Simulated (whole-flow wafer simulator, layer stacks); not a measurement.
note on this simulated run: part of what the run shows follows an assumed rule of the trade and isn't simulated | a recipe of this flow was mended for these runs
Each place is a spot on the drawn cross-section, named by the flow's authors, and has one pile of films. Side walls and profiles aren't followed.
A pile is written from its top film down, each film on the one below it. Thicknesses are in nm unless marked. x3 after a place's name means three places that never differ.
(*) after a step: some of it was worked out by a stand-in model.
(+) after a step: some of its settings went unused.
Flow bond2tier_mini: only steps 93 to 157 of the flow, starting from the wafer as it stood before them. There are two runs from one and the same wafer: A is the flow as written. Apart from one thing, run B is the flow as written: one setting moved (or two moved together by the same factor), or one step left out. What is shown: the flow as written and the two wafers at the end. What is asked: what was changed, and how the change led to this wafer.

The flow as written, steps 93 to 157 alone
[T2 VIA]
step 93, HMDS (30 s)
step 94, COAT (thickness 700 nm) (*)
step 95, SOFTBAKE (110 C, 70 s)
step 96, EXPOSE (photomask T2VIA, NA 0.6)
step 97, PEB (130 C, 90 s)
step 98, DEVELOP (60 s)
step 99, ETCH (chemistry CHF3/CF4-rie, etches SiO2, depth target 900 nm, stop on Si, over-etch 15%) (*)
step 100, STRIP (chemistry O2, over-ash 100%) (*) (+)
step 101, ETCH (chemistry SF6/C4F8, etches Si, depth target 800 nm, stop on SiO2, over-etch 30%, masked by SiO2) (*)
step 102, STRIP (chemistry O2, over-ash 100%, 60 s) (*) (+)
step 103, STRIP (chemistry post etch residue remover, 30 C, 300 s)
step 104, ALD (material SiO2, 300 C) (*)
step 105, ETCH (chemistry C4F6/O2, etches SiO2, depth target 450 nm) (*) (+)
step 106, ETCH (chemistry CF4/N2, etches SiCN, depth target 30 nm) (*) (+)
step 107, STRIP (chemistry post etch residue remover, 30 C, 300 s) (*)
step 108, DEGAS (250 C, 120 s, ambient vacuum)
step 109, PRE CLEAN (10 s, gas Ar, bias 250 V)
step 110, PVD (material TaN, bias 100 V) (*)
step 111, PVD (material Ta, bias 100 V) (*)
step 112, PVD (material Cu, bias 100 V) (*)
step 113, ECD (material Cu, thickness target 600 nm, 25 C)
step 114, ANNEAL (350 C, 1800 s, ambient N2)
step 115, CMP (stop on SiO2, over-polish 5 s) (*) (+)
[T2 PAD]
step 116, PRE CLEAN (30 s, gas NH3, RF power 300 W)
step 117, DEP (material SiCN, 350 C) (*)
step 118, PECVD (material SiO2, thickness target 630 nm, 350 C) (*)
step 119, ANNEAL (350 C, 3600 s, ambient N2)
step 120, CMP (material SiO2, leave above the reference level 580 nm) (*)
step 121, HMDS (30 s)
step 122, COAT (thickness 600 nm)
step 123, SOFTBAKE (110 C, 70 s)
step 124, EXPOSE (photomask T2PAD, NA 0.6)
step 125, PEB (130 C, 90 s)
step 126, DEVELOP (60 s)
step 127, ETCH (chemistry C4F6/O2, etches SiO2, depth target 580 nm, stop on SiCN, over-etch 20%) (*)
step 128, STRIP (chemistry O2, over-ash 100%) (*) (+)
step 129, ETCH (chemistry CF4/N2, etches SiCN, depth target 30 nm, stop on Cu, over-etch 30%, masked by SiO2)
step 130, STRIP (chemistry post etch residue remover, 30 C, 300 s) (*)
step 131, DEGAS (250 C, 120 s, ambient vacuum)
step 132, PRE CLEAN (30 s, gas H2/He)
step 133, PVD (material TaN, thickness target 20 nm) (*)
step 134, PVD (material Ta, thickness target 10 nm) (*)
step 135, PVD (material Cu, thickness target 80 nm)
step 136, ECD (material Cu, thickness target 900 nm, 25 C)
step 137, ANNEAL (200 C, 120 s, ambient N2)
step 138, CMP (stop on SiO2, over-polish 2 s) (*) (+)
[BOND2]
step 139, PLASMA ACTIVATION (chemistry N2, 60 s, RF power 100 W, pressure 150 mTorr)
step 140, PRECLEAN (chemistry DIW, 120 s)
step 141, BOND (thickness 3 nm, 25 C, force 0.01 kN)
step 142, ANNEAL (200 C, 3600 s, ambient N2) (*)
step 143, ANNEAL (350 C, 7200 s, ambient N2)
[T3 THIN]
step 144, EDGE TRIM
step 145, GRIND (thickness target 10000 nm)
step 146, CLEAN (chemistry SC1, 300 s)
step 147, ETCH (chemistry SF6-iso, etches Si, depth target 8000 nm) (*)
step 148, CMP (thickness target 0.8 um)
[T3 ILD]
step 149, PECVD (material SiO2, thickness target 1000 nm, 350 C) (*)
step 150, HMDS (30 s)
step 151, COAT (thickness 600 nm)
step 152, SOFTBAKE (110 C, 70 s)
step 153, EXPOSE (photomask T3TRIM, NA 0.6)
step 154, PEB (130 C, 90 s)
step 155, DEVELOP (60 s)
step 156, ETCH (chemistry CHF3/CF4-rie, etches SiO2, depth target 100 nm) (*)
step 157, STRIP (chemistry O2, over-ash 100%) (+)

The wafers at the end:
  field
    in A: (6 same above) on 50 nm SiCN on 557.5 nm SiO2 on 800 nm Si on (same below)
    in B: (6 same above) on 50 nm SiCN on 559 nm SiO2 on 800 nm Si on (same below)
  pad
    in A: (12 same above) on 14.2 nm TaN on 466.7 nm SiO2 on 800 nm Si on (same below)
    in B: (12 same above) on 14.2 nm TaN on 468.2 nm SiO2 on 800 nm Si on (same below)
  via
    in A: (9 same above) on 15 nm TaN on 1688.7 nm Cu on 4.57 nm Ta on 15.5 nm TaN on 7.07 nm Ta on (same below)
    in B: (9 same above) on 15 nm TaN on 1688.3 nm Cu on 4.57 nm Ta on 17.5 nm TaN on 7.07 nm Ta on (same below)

The reason: step 109, PRE CLEAN: 5 s was run, whereas the flow has 10 s.

Step by step, how the change led to this:
  step 109, PRE CLEAN (10 s, gas Ar, bias 250 V)
      field, pad: A -3 SiO2 | B -1.5 SiO2
      via: A -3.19 TaN | B -1.25 TaN
